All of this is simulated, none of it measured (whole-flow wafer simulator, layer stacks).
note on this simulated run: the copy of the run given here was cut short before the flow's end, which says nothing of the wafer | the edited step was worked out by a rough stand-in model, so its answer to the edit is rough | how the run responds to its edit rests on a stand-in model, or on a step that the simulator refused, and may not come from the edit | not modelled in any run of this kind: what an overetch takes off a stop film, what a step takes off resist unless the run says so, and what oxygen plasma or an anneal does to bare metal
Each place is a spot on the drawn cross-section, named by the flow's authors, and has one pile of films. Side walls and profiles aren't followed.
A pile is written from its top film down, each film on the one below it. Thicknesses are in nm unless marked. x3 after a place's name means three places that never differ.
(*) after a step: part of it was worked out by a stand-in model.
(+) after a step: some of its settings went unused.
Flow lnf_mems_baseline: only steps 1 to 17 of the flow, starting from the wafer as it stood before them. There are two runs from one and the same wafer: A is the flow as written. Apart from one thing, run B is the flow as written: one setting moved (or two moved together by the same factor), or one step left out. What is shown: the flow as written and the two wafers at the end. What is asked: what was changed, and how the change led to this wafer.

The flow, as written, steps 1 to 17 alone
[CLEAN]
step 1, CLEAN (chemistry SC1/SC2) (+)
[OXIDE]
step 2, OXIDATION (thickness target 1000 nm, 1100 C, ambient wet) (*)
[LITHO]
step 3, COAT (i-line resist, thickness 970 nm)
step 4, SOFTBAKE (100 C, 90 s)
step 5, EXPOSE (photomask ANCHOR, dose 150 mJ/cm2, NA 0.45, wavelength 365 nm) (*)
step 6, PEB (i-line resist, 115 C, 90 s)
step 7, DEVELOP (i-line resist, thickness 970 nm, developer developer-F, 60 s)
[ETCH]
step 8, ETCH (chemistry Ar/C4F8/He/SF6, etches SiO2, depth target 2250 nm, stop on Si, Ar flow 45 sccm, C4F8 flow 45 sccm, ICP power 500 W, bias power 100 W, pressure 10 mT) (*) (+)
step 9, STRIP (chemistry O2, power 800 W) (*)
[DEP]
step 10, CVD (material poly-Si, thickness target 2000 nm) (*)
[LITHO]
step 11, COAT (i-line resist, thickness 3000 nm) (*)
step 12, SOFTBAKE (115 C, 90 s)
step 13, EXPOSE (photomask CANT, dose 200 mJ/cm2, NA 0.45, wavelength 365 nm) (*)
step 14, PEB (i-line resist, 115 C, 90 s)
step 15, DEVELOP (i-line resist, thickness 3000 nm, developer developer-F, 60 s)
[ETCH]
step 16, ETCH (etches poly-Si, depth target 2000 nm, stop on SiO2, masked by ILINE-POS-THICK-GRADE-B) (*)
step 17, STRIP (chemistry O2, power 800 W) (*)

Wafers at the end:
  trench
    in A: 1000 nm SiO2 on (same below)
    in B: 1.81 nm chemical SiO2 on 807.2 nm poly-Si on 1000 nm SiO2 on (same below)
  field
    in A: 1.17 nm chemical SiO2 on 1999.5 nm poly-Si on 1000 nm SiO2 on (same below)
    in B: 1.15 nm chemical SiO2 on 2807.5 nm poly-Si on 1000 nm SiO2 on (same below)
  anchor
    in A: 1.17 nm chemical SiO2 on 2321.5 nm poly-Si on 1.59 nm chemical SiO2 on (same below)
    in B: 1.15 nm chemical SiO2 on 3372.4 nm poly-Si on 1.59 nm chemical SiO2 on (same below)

The reason: step 10, CVD: thickness target 2808 nm was run, whereas the flow has thickness target 2000 nm.

The path from the change to this, step by step:
  step 10, CVD (material poly-Si, thickness target 2000 nm) (*)
      field, beam, trench, char_slit: A poly-Si gains 2000 (new film) | B poly-Si gains 2808 (new film)
      anchor: A poly-Si gains 2322 (new film) | B poly-Si gains 3372.9 (new film)
  step 11, COAT (i-line resist, thickness 3000 nm) (*)
      anchor: A i-line resist gains 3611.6 (new film) | B i-line resist gains 3382.2 (new film)
  step 12, SOFTBAKE (115 C, 90 s)
      field: A i-line resist loses 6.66 | B i-line resist loses 5.43
      anchor: A i-line resist gains 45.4 | B i-line resist gains 35.8
      (also at 2 further places)
  step 14, PEB (i-line resist, 115 C, 90 s)
      anchor: A i-line resist loses 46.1 | B i-line resist loses 41.9
  step 16, ETCH (etches poly-Si, depth target 2000 nm, stop on SiO2, masked by ILINE-POS-THICK-GRADE-B) (*)
      trench, char_slit: A poly-Si loses 2000 (all of it) | B poly-Si loses 2000
  step 17, STRIP (chemistry O2, power 800 W) (*)
      trench, char_slit: A nothing | B chemical SiO2 gains 1.81 (new film), poly-Si loses 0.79
      anchor: A chemical SiO2 gains 1.17 (new film), i-line resist loses 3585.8 (all of it), poly-Si loses 0.52 | B chemical SiO2 gains 1.15 (new film), i-line resist loses 3351 (all of it), poly-Si loses 0.51
